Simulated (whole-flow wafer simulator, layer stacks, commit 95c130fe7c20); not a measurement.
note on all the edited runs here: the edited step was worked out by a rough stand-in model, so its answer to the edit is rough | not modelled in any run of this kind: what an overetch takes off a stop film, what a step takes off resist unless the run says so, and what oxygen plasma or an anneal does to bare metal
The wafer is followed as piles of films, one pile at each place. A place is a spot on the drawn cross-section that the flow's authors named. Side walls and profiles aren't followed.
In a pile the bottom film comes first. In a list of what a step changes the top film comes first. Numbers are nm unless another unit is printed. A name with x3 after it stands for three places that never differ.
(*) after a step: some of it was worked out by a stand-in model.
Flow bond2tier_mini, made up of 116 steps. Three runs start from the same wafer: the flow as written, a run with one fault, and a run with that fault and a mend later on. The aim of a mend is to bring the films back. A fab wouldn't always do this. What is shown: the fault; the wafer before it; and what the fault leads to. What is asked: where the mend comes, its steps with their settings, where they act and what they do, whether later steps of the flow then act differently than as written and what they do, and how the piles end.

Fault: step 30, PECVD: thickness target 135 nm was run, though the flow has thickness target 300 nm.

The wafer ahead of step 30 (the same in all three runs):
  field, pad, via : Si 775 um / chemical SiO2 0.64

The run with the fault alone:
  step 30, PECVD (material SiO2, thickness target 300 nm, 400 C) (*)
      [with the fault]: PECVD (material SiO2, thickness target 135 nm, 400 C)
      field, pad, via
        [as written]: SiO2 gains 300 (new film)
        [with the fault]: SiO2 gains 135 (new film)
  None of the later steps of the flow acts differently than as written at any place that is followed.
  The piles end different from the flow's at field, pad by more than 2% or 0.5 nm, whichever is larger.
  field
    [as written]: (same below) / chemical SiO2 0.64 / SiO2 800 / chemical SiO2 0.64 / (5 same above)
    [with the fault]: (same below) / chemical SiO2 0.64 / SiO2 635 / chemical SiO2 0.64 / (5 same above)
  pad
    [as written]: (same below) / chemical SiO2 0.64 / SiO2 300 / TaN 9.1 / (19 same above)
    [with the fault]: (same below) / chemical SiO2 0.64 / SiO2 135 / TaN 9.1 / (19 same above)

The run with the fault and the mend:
  The mend stands after step 30.
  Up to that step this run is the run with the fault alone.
  step 30a, PECVD (material SiO2, thickness target 165 nm, 400 C) (the flow's step 30 again, with other settings)
      field, pad, via
        SiO2 gains 165
  None of the later steps of the flow acts differently than as written at any place that is followed.
  The piles end the same as the flow's at every place that both follow.
